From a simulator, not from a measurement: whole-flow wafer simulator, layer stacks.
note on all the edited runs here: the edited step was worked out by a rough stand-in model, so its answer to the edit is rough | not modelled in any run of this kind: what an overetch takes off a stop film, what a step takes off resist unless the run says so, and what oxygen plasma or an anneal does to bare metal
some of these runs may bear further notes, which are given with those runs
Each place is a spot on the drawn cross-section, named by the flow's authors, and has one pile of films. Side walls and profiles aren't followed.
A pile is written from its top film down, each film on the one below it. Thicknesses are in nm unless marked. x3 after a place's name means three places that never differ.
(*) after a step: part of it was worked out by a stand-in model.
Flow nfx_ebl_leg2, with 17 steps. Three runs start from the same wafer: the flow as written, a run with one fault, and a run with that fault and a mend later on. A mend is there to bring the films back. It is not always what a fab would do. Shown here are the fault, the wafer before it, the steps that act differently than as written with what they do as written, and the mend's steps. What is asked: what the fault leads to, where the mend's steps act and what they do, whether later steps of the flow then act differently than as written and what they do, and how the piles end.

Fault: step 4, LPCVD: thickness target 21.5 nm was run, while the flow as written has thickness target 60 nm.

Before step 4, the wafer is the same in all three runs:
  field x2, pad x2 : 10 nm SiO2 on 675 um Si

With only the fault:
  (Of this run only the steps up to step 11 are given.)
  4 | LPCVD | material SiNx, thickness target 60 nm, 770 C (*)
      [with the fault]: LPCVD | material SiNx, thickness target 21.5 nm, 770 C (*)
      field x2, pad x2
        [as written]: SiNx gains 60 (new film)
        [with the fault]: SiNx gains 21.5 (new film)
  Every later step of the flow up to step 11 that is run acts as written at every place that is followed.
  The piles after step 11 differ from the flow's at field x2, pad x2 by more than 2% or 0.5 nm, whichever is larger.
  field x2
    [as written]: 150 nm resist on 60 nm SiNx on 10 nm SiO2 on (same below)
    [with the fault]: 150 nm resist on 21.5 nm SiNx on 10 nm SiO2 on (same below)
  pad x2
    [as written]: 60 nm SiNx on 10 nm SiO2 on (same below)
    [with the fault]: 21.5 nm SiNx on 10 nm SiO2 on (same below)

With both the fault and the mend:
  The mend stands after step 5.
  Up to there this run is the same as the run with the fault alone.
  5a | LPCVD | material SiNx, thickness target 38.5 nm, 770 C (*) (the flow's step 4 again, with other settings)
      field x2, pad x2
        SiNx gains 38.5
  Every later step of the flow that is run acts as written at every place that is followed.
  By the end, the piles equal the flow's at every place that both follow.
